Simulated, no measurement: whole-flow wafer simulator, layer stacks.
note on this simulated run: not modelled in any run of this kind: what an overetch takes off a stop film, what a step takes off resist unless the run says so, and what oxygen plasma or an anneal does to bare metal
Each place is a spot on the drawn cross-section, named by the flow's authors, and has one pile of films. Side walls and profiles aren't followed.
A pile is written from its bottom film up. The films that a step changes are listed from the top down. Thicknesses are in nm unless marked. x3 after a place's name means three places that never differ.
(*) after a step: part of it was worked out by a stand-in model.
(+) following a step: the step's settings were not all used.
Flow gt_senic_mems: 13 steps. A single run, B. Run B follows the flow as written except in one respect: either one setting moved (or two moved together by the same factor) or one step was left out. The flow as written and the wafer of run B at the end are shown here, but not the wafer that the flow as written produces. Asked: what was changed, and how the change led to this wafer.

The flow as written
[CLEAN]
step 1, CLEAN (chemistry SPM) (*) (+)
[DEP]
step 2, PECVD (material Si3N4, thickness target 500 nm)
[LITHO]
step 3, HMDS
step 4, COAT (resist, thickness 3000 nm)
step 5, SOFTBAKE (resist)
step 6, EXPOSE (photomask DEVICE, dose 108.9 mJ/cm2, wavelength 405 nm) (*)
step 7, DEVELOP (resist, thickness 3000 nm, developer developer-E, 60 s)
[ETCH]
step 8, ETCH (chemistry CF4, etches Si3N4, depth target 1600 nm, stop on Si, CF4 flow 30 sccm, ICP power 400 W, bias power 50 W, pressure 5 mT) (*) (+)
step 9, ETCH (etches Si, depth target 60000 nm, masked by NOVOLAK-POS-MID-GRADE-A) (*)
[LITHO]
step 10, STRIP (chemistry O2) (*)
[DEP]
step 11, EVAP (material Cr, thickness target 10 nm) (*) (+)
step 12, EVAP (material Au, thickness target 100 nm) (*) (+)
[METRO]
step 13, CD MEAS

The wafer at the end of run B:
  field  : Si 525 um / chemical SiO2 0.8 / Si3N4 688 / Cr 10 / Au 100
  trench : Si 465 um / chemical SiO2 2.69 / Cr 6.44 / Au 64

The reason: step 2, PECVD: thickness target 688 nm was run, though the flow has thickness target 500 nm.
One can read it off the wafer: field has Si3N4 688, and step 2 as written asks for 500 nm.

The path from the change to this, step by step:
  step 2, PECVD (material Si3N4, thickness target 500 nm)
      field, trench: +688 Si3N4 (new film) (in the flow as written it would be: +500 Si3N4 (new film))
  step 8, ETCH (chemistry CF4, etches Si3N4, depth target 1600 nm, stop on Si, CF4 flow 30 sccm, ICP power 400 W, bias power 50 W, pressure 5 mT) (*) (+)
      field: -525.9 resist (in the flow as written it would be: -400.5 resist)
      trench: -688 Si3N4 (all of it), -0.8 chemical SiO2 (all of it) (in the flow as written it would be: -500 Si3N4 (all of it), -0.8 chemical SiO2 (all of it))
  step 10, STRIP (chemistry O2) (*)
      field: -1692 resist (all of it) (in the flow as written it would be: -1817.3 resist (all of it))
